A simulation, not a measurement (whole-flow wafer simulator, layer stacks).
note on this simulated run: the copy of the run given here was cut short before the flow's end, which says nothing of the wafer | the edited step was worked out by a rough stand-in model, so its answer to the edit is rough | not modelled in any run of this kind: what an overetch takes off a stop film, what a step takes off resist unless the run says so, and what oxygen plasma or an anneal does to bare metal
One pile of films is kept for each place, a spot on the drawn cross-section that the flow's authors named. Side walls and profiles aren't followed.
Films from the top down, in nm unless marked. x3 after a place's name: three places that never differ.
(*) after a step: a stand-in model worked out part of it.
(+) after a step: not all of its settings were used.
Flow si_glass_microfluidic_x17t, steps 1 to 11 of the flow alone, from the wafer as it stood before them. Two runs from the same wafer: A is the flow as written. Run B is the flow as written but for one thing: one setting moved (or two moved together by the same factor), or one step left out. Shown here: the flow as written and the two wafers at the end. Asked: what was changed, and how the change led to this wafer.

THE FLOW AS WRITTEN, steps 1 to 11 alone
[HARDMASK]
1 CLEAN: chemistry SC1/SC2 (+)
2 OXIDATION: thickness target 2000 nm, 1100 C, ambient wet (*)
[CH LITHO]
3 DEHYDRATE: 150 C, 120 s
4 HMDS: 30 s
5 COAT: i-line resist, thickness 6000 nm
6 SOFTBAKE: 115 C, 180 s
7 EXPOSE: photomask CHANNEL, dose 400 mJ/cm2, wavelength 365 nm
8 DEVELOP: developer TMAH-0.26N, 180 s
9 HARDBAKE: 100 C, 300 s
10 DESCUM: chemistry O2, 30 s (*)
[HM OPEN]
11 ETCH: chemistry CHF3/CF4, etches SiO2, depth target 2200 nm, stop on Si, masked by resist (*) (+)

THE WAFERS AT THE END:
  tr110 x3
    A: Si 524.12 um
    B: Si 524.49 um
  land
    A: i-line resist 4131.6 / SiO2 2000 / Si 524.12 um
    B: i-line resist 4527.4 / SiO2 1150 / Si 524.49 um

The cause: step 2, OXIDATION: thickness target 1150 nm was run, where the flow has thickness target 2000 nm.
It can be read off the wafer: land has SiO2 1150, and step 2 as written asks for 2000 nm.

How the change led to this, step by step:
  2 OXIDATION: thickness target 2000 nm, 1100 C, ambient wet (*)
      land, tr110 x3: A SiO2 +2000 (new film), chemical SiO2 -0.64 (all of it), Si -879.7 | B SiO2 +1150 (new film), chemical SiO2 -0.64 (all of it), Si -505.7
  11 ETCH: chemistry CHF3/CF4, etches SiO2, depth target 2200 nm, stop on Si, masked by resist (*) (+)
      tr110 x3: A SiO2 -2000 (all of it) | B SiO2 -1150 (all of it)
      land: A i-line resist -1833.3 | B i-line resist -1437.5
